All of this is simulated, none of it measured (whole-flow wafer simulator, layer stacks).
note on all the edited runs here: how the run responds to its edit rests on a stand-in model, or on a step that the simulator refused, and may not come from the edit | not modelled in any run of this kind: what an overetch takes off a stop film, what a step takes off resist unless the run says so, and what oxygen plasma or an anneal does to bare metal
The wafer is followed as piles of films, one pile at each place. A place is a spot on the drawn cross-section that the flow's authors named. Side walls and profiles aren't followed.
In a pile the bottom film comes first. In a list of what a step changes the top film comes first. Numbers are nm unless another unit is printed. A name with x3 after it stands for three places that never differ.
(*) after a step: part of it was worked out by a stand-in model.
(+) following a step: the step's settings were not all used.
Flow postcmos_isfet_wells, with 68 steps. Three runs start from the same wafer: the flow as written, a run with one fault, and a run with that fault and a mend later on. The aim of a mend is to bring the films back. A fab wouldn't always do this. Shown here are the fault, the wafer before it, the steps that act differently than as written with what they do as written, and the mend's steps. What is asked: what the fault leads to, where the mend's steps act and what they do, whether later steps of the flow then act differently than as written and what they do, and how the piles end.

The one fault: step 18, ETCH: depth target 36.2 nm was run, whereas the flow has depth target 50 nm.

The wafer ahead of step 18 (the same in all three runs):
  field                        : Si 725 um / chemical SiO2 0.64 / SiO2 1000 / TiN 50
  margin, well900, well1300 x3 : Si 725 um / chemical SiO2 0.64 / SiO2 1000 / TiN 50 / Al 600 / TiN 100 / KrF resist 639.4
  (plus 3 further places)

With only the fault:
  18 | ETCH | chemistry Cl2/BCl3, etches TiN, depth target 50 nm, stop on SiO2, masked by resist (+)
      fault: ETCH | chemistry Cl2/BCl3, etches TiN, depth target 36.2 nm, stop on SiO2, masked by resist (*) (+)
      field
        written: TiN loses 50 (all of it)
        fault: TiN loses 36.2
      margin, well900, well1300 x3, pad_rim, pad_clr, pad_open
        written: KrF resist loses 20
        fault: KrF resist loses 14.5
  Steps later in the flow that act otherwise than as written (not shown: 2 more steps that differ only slightly, by at most 2% or 0.5 nm, whichever is larger):
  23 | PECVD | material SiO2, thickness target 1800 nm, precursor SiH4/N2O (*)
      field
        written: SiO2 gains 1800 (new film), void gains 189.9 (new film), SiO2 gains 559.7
        fault: SiO2 gains 1800 (new film), void gains 179.8 (new film), SiO2 gains 556.4 (new film)
  The piles end different from the flow's at field by more than 2% or 0.5 nm, whichever is larger.
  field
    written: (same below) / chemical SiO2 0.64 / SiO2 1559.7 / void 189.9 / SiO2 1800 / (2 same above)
    fault: (same below) / chemical SiO2 0.64 / SiO2 1000 / TiN 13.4 / SiO2 556.4 / void 179.8 / SiO2 1800 / (2 same above)

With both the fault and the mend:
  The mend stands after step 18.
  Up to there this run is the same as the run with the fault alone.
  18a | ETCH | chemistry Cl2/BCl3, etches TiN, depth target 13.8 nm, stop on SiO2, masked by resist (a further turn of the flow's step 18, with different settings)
      margin, well900, well1300 x3, pad_rim, pad_clr, pad_open
        KrF resist loses 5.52
      field
        TiN loses 13.8 (all of it)
  Every later step of the flow that is run acts as written at every place that is followed.
  At every place that both follow, the piles at the end match the flow's.
